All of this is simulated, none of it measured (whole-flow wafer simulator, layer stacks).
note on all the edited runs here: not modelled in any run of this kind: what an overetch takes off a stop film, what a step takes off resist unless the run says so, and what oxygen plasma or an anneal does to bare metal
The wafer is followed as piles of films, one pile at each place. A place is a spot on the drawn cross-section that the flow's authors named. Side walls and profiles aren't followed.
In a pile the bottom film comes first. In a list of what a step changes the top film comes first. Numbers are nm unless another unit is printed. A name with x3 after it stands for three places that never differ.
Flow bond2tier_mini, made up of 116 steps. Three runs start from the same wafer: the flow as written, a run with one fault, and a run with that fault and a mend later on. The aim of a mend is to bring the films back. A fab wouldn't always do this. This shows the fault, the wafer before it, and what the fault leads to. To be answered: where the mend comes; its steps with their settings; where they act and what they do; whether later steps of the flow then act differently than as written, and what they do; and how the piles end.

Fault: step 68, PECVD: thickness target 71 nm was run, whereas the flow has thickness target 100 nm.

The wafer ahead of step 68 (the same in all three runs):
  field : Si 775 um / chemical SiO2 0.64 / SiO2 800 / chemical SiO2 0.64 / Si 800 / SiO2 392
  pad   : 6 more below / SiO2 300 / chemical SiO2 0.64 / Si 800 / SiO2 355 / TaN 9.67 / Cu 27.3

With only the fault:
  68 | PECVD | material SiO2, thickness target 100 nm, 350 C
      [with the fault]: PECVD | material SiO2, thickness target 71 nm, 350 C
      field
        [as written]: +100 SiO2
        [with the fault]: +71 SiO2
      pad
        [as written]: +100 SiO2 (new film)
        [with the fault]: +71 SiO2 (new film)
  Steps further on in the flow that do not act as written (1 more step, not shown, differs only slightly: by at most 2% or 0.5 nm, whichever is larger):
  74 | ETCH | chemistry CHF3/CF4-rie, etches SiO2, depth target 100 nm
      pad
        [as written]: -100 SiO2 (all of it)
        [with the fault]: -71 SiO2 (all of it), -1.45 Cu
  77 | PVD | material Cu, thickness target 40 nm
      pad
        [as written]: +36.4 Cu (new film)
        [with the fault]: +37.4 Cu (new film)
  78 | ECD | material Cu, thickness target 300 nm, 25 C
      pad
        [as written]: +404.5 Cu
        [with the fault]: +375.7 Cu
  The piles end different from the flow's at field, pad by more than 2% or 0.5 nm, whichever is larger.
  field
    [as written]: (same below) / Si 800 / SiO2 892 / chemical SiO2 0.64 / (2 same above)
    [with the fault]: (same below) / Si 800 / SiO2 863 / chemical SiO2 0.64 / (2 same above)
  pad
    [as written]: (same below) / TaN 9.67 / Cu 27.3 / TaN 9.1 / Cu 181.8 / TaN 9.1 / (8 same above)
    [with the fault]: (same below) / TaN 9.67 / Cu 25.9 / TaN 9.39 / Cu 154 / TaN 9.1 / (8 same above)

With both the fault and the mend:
  After step 68 comes the mend.
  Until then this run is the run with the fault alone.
  68a | PECVD | material SiO2, thickness target 29 nm, 350 C (the flow's step 68 again, with other settings)
      field, pad
        +29 SiO2
  Later steps of the flow that are run all act as written at every place that is followed.
  At every place that both follow, the piles at the end match the flow's.
